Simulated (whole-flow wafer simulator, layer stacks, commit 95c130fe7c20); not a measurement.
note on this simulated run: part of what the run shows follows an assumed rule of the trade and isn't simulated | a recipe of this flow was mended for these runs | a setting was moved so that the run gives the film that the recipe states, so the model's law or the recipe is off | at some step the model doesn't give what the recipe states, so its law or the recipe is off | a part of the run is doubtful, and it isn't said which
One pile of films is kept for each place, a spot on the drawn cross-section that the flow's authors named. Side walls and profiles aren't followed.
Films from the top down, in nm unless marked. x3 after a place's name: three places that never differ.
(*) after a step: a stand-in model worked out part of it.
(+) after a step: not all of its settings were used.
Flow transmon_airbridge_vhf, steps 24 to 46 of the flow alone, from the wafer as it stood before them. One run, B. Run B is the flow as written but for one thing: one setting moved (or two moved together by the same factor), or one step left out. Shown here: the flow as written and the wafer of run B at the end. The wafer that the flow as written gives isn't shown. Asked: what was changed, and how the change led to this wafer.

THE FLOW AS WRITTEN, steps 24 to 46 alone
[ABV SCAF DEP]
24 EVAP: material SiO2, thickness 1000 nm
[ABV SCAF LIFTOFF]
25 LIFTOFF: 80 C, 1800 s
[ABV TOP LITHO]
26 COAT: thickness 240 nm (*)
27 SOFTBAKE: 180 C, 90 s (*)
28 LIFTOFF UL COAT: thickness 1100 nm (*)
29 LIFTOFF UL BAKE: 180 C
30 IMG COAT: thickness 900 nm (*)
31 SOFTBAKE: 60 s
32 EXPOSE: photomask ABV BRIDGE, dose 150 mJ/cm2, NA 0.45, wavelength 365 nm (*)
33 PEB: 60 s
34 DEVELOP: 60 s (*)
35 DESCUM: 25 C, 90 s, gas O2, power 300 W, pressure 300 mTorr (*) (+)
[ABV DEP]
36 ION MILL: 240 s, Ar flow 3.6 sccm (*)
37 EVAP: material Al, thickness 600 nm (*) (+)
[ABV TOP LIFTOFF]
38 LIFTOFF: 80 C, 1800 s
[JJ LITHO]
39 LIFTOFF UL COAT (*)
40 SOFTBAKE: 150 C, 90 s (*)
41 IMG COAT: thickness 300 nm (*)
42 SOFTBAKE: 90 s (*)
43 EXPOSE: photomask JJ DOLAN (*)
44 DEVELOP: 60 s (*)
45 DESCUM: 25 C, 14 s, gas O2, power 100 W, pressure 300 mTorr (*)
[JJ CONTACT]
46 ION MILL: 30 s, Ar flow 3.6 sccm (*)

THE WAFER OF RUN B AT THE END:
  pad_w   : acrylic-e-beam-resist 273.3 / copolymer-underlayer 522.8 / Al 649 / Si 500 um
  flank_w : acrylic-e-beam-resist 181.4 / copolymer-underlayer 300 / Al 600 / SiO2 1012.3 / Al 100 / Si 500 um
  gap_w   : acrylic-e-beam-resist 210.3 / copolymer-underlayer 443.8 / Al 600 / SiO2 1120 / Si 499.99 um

The cause: step 24, EVAP: thickness 1144 nm was run, where the flow has thickness 1000 nm.

How the change led to this, step by step:
  24 EVAP: material SiO2, thickness 1000 nm
      field x3, jj_line, ground_far and 10 more: SiO2 +1144 (new film) (as written it would be: SiO2 +1000 (new film))
      flank_w, flank_e: SiO2 +1036.3 (new film) (as written it would be: SiO2 +905.8 (new film))
  25 LIFTOFF: 80 C, 1800 s
      field x3, jj_line, trace_open_s x2: SiO2 -1144 (all of it), i-line-resist -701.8 (all of it), lift-off-underlayer -1100 (all of it), acrylic-e-beam-resist -240 (all of it) (as written it would be: SiO2 -1000 (all of it), i-line-resist -701.8 (all of it), lift-off-underlayer -1100 (all of it), acrylic-e-beam-resist -240 (all of it))
      pad_w, pad_e: SiO2 -1144 (all of it), i-line-resist -696.3 (all of it), lift-off-underlayer -1089.9 (all of it), acrylic-e-beam-resist -239.3 (all of it) (as written it would be: SiO2 -1000 (all of it), i-line-resist -696.3 (all of it), lift-off-underlayer -1089.9 (all of it), acrylic-e-beam-resist -239.3 (all of it))
      (and at 1 more place)
  26 COAT: thickness 240 nm (*)
      flank_w, flank_e: acrylic-e-beam-resist +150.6 (new film) (as written it would be: acrylic-e-beam-resist +155.2 (new film))
      gap_w, gap_e: acrylic-e-beam-resist +204.9 (new film) (as written it would be: acrylic-e-beam-resist +211.2 (new film))
      (and at 5 more places)
  28 LIFTOFF UL COAT: thickness 1100 nm (*)
      gap_w, gap_e: lift-off-underlayer +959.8 (new film) (as written it would be: lift-off-underlayer +979.6 (new film))
      margin_s, margin_n: lift-off-underlayer +790.8 (new film) (as written it would be: lift-off-underlayer +823.4 (new film))
      (and at 3 more places)
  30 IMG COAT: thickness 900 nm (*)
      gap_w, gap_e: i-line-resist +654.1 (new film) (as written it would be: i-line-resist +685.3 (new film))
      margin_s, margin_n: i-line-resist +557.5 (new film) (as written it would be: i-line-resist +603.2 (new film))
      (and at 4 more places)
  33 PEB: 60 s
      flank_w, flank_e: i-line-resist -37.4 (as written it would be: i-line-resist -38.8)
      gap_w, gap_e: i-line-resist -33.4 (as written it would be: i-line-resist -35)
      (and at 4 more places)
  34 DEVELOP: 60 s (*)
      gap_w, gap_e: i-line-resist -620.7 (all of it), lift-off-underlayer -959.8 (all of it) (as written it would be: i-line-resist -650.2 (all of it), lift-off-underlayer -979.6 (all of it))
      flank_w: i-line-resist -692 (all of it), lift-off-underlayer -800.7 (all of it) (as written it would be: i-line-resist -716.4 (all of it), lift-off-underlayer -832.3 (all of it))
      (and at 3 more places)
  35 DESCUM: 25 C, 90 s, gas O2, power 300 W, pressure 300 mTorr (*) (+)
      field x3, jj_line, ground_far, trace_open_s x2, margin_s, margin_n: i-line-resist -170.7 (as written it would be: i-line-resist -167.2)
      flank_w, flank_e: acrylic-e-beam-resist -150.6 (all of it) (as written it would be: acrylic-e-beam-resist -155.2 (all of it))
      (and at 5 more places)
  38 LIFTOFF: 80 C, 1800 s
      margin_s, margin_n: Al -600 (all of it), i-line-resist -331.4 (all of it), lift-off-underlayer -790.8 (all of it), acrylic-e-beam-resist -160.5 (all of it) (as written it would be: Al -600 (all of it), i-line-resist -378.2 (all of it), lift-off-underlayer -823.4 (all of it), acrylic-e-beam-resist -168.6 (all of it))
  39 LIFTOFF UL COAT (*)
      flank_w, flank_e: copolymer-underlayer +300 (new film) (as written it would be: copolymer-underlayer +308 (new film))
      margin_s, margin_n: copolymer-underlayer +435.8 (new film) (as written it would be: copolymer-underlayer +446.3 (new film))
  41 IMG COAT: thickness 300 nm (*)
      gap_w, gap_e: acrylic-e-beam-resist +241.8 (new film) (as written it would be: acrylic-e-beam-resist +247.8 (new film))
      margin_s, margin_n: acrylic-e-beam-resist +240.2 (new film) (as written it would be: acrylic-e-beam-resist +249.2 (new film))
      (and at 2 more places)
